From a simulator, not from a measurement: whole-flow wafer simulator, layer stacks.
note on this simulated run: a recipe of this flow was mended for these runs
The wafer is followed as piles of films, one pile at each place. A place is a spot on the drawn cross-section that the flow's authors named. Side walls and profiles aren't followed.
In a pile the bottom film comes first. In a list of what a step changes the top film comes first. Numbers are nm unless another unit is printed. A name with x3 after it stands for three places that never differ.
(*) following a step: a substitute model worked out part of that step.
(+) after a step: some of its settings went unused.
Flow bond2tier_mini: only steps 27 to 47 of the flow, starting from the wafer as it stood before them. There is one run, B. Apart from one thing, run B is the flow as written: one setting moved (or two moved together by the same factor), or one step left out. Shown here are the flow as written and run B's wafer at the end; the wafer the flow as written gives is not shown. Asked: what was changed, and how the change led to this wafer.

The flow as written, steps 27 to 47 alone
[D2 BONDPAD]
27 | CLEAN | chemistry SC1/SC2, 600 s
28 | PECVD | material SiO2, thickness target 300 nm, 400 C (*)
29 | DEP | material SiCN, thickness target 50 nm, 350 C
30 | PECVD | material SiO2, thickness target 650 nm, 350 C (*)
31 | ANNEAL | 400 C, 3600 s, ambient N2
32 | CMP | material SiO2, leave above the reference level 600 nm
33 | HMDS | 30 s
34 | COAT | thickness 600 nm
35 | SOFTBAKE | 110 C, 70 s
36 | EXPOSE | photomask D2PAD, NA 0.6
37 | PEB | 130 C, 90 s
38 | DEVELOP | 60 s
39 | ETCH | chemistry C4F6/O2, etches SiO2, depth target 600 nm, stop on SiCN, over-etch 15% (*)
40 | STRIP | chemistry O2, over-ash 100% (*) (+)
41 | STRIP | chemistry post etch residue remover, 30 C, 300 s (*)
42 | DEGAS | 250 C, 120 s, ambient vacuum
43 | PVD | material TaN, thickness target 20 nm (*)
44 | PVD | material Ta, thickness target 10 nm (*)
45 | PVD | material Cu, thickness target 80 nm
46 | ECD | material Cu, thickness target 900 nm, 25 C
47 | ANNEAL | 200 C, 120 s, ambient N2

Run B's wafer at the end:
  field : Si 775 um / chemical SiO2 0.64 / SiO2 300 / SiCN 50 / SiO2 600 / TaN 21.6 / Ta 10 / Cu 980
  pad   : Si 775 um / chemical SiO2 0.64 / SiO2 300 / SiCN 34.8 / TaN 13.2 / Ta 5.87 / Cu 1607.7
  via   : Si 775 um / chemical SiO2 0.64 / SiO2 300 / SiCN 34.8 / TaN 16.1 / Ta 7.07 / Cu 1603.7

What caused this: step 43, PVD: thickness target 21.6 nm was run, though the flow has thickness target 20 nm.
The wafer lets one read it off: field has TaN 21.6, and step 43 as written asks for 20 nm.

The path from the change to this, step by step:
  43 | PVD | material TaN, thickness target 20 nm (*)
      field: +21.6 TaN (new film) (it would be, as written: +20 TaN (new film))
      pad: +13.2 TaN (new film) (it would be, as written: +12.3 TaN (new film))
      (as well as at 1 more place)
